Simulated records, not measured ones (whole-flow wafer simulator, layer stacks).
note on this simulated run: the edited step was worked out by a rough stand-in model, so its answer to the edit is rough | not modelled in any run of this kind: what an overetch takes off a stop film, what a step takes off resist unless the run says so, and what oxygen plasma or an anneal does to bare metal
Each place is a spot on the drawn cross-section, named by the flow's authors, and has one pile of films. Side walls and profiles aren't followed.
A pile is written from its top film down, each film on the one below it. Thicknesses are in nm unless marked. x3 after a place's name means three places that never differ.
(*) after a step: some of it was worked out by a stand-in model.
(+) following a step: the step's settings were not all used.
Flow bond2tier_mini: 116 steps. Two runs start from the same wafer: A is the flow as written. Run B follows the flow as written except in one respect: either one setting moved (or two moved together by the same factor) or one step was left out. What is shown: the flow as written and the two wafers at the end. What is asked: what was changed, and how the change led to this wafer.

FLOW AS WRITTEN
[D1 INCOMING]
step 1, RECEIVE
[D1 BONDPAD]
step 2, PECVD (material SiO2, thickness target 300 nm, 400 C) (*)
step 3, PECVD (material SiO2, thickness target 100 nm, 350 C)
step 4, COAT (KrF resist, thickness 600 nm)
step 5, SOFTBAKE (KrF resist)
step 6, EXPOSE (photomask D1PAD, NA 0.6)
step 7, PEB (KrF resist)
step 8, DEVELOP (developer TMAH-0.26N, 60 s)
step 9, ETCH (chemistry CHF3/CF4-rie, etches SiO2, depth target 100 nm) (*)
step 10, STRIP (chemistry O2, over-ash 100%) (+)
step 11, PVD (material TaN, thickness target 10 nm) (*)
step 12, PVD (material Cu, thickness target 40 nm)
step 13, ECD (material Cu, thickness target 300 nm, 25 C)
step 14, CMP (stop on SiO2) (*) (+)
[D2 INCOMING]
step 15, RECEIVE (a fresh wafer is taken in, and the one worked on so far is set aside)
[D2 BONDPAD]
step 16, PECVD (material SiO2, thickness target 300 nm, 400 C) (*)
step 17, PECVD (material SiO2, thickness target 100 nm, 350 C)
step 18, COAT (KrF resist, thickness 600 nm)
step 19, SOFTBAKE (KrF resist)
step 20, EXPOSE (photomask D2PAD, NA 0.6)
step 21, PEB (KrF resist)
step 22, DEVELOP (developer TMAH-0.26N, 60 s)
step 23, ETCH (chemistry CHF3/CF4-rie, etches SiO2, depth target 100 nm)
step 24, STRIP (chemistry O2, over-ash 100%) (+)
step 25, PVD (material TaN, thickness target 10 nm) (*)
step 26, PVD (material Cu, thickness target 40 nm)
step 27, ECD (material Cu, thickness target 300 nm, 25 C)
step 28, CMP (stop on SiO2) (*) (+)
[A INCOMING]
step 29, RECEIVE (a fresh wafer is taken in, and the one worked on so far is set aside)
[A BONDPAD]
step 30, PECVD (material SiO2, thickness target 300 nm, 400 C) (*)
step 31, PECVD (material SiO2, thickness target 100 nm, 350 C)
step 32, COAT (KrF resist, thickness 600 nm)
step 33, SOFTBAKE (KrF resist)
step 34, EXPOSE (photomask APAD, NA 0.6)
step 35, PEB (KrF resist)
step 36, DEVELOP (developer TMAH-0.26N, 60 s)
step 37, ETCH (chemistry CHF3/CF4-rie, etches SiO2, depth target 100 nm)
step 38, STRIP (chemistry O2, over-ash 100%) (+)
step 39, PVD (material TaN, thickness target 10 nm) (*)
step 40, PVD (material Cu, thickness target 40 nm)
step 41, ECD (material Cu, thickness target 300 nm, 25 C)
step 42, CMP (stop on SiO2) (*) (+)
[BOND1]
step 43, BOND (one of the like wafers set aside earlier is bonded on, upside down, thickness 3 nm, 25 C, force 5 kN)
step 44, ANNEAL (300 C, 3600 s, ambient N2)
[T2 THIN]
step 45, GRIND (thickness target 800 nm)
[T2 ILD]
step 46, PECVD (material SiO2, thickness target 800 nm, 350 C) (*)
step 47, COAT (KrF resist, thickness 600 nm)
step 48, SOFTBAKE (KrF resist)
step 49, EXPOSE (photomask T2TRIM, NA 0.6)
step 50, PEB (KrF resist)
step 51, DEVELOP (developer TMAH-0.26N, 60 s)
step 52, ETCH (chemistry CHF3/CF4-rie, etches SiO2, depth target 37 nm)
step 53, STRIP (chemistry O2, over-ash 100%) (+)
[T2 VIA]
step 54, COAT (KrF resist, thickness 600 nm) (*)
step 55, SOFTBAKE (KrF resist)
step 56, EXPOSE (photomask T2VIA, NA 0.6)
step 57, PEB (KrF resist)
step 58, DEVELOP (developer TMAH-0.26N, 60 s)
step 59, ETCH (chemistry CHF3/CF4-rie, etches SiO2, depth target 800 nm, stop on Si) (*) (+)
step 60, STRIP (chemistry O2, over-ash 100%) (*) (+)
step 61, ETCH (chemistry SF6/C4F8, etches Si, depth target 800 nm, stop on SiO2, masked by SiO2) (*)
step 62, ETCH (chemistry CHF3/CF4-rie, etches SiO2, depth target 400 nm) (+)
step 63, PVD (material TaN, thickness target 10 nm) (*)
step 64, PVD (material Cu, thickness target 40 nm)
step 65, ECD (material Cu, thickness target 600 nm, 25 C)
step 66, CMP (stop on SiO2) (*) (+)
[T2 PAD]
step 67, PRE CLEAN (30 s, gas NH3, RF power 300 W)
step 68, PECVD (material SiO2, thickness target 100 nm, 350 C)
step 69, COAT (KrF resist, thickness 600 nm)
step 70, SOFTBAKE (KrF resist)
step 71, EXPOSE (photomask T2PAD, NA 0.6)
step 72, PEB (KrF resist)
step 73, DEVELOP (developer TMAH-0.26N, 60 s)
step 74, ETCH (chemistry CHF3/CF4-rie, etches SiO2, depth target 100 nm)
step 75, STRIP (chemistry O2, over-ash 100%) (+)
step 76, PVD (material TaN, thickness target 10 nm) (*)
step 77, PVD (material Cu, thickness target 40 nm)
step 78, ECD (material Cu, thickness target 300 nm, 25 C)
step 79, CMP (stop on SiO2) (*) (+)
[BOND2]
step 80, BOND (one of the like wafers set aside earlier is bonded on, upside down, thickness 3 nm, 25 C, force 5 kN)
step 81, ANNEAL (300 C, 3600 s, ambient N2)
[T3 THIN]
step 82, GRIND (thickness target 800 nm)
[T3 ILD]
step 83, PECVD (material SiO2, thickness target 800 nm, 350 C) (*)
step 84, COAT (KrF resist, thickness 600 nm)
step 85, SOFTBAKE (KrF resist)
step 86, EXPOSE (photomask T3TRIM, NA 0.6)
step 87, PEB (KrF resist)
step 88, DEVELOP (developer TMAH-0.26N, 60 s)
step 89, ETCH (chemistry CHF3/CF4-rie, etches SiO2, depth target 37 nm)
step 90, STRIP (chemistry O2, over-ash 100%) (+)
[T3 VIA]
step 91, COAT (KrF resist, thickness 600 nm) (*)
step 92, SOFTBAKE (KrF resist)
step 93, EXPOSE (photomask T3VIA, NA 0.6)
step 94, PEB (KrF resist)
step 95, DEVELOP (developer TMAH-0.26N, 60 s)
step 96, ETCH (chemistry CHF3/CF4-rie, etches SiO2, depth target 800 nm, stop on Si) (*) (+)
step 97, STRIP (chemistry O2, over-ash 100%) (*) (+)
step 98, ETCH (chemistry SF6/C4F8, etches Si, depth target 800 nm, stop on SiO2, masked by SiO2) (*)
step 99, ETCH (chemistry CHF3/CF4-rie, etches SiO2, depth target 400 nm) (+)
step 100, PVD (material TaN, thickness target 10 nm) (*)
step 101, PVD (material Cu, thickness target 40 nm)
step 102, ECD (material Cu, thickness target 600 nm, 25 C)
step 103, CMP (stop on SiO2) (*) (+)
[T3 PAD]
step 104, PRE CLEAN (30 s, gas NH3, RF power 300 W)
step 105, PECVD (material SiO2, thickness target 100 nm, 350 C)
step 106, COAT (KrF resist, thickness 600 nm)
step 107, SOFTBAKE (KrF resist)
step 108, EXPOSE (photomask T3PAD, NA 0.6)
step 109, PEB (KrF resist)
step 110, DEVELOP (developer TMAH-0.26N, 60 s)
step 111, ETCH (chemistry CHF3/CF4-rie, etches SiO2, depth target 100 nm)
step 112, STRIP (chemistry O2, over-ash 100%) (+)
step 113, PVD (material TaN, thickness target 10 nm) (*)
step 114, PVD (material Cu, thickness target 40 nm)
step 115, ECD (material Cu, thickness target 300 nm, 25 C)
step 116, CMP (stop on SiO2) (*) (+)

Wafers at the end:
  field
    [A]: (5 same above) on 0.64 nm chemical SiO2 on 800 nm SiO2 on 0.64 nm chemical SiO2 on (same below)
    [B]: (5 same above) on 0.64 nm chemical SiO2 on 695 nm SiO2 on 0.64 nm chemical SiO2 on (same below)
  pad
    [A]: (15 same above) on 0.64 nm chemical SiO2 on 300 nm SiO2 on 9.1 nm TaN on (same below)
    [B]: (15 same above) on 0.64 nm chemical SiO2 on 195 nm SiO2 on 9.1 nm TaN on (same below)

What caused this: step 2, PECVD: thickness target 195 nm was run, though the flow has thickness target 300 nm.
One can read it off the wafer: pad has SiO2 195, and step 2 as written asks for 300 nm.

How this came from the change, step by step:
  step 2, PECVD (material SiO2, thickness target 300 nm, 400 C) (*)
      field, pad, via: A +300 SiO2 (new film) | B +195 SiO2 (new film)
  step 43, BOND (one of the like wafers set aside earlier is bonded on, upside down, thickness 3 nm, 25 C, force 5 kN)
      field: A +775 um Si (new film), +0.64 chemical SiO2 (new film), +400 SiO2 | B +775 um Si (new film), +0.64 chemical SiO2 (new film), +295 SiO2
      pad: A +775 um Si (new film), +0.64 chemical SiO2 (new film), +300 SiO2 (new film), +9.1 TaN (new film), +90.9 Cu | B +775 um Si (new film), +0.64 chemical SiO2 (new film), +195 SiO2 (new film), +9.1 TaN (new film), +90.9 Cu
      (and at 1 other place as well)
